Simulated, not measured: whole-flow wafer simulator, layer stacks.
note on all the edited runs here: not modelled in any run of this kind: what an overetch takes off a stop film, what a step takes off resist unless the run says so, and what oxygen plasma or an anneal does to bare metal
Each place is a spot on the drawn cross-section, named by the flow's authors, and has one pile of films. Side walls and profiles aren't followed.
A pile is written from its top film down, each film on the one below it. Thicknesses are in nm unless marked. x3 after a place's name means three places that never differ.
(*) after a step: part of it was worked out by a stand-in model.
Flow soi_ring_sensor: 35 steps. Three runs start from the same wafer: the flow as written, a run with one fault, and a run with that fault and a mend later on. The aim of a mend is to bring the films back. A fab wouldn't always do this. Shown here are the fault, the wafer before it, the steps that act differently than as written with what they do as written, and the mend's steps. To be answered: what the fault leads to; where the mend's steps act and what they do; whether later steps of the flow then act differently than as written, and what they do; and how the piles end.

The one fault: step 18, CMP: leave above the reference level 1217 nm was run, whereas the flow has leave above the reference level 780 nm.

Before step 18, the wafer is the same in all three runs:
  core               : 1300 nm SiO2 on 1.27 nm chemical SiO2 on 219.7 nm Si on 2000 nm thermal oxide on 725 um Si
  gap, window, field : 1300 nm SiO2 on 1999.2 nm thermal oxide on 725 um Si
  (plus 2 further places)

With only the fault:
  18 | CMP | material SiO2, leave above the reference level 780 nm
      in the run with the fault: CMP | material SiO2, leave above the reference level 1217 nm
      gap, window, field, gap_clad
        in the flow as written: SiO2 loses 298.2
        in the run with the fault: nothing
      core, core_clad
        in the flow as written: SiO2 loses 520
        in the run with the fault: SiO2 loses 83
  Steps later in the flow that act otherwise than as written (1 other step is not shown; it differs only slightly, by no more than 2% or 0.5 nm, whichever is larger):
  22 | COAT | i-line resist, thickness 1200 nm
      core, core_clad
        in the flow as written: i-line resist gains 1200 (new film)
        in the run with the fault: i-line resist gains 1079.8 (new film)
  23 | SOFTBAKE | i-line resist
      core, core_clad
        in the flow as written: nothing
        in the run with the fault: i-line resist loses 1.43
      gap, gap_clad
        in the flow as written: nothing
        in the run with the fault: i-line resist loses 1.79
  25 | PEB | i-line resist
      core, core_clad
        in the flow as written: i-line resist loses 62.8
        in the run with the fault: i-line resist loses 56.2
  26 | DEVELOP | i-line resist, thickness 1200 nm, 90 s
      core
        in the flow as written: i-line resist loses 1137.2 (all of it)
        in the run with the fault: i-line resist loses 1022.2 (all of it)
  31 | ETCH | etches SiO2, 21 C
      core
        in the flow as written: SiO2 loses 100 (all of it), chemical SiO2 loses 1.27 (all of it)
        in the run with the fault: SiO2 loses 462
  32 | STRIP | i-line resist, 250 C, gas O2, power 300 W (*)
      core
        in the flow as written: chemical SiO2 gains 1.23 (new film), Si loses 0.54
        in the run with the fault: nothing
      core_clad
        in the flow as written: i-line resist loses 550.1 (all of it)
        in the run with the fault: i-line resist loses 435.3 (all of it)
  The piles end different from the flow's at core, field, core_clad by more than 2% or 0.5 nm, whichever is larger.
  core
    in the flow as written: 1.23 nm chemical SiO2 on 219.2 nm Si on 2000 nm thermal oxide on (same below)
    in the run with the fault: 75 nm SiO2 on 1.27 nm chemical SiO2 on 219.7 nm Si on 2000 nm thermal oxide on (same below)
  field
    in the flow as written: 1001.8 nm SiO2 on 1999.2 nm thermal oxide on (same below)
    in the run with the fault: 1300 nm SiO2 on 1999.2 nm thermal oxide on (same below)
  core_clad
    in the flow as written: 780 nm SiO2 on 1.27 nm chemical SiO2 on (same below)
    in the run with the fault: 1217 nm SiO2 on 1.27 nm chemical SiO2 on (same below)

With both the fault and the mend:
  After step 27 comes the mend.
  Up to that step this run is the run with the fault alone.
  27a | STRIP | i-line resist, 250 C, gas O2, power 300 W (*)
      field
        i-line resist loses 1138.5 (all of it)
      core_clad
        i-line resist loses 1022.1 (all of it)
      gap_clad
        i-line resist loses 1154.3 (all of it)
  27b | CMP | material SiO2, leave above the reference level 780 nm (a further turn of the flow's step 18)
      gap, window, field, gap_clad
        SiO2 loses 298.2
      core, core_clad
        SiO2 loses 437
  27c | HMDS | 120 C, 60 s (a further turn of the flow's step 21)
      alters no film at any place that is followed
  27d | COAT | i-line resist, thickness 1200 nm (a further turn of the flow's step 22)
      core, gap, window, field, core_clad, gap_clad
        i-line resist gains 1200 (new film)
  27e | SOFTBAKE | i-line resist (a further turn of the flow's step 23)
      alters no film at any place that is followed
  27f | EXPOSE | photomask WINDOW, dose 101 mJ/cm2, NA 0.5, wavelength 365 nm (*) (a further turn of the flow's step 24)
      alters no film at any place that is followed
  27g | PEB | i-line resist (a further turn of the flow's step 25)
      core, gap, window, field, core_clad, gap_clad
        i-line resist loses 62.8
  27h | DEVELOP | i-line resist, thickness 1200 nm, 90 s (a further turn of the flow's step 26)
      core, gap, window
        i-line resist loses 1137.2 (all of it)
      field, core_clad, gap_clad
        i-line resist loses 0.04
  Later steps of the flow that are run all act as written at every place that is followed.
  By the end, the piles equal the flow's at every place that both follow.
